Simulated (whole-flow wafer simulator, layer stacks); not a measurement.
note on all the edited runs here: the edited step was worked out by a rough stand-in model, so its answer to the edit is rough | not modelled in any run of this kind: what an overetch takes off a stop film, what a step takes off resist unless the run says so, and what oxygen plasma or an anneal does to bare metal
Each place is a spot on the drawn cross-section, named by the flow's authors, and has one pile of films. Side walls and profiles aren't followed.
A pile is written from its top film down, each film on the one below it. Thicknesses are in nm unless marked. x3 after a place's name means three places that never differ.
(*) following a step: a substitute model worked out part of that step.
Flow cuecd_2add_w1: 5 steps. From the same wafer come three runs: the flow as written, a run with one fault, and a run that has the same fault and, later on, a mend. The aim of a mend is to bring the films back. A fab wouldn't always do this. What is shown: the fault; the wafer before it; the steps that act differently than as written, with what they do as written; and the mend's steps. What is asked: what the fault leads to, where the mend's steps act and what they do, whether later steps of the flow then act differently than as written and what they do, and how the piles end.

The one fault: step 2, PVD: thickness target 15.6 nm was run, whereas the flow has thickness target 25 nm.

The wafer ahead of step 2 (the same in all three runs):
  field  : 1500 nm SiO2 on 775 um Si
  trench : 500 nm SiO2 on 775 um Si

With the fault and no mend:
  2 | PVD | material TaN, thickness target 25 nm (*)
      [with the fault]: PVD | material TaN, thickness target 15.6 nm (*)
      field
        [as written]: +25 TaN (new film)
        [with the fault]: +15.6 TaN (new film)
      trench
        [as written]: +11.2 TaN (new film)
        [with the fault]: +7.01 TaN (new film)
  Every later step of the flow that is run acts as written, at every place that is followed, to within 2% or 0.5 nm, whichever is larger.
  The piles end different from the flow's at field, trench by more than 2% or 0.5 nm, whichever is larger.
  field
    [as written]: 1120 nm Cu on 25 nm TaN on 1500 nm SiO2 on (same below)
    [with the fault]: 1120 nm Cu on 15.6 nm TaN on 1500 nm SiO2 on (same below)
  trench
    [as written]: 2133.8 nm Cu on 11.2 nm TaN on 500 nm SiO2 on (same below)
    [with the fault]: 2128.6 nm Cu on 7.01 nm TaN on 500 nm SiO2 on (same below)

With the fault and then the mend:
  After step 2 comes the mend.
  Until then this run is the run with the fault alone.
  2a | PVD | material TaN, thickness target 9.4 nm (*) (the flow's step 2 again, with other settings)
      field
        +9.4 TaN
      trench
        +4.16 TaN
  Every later step of the flow that is run acts as written at every place that is followed.
  The piles end the same as the flow's at every place that both follow.
